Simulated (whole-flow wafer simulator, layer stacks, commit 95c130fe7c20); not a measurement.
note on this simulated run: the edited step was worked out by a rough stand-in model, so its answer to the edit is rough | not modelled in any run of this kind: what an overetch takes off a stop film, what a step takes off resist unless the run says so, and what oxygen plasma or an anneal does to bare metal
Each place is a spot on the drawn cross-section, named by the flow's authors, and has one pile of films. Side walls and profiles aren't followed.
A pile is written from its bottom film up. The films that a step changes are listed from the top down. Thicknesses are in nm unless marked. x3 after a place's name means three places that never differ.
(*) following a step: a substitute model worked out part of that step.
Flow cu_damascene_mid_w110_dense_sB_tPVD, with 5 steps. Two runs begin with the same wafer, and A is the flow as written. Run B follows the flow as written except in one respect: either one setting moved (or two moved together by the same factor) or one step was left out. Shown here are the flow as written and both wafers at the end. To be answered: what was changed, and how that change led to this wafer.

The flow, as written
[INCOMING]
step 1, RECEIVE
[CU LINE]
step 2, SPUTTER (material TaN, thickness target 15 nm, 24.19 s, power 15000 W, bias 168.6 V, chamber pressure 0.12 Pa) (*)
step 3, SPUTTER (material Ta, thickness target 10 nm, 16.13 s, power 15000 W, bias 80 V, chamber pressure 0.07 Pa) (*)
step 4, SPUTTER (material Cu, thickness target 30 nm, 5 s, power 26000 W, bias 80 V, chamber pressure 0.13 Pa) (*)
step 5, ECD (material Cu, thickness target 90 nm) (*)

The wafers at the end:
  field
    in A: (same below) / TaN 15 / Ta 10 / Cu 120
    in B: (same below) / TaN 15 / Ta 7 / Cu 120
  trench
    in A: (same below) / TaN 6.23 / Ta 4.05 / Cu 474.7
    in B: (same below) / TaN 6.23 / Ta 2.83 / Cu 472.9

What caused this: step 3, SPUTTER: thickness target 7 nm was run, though the flow has thickness target 10 nm; step 3, SPUTTER: 11.29 s was run, where the flow has 16.13 s.
The wafer lets one read it off: field has Ta 7, and step 3 as written asks for 10 nm.

The path from the change to this, step by step:
  step 3, SPUTTER (material Ta, thickness target 10 nm, 16.13 s, power 15000 W, bias 80 V, chamber pressure 0.07 Pa) (*)
      field: A Ta gains 10 (new film) | B Ta gains 7 (new film)
      trench: A Ta gains 4.05 (new film) | B Ta gains 2.83 (new film)
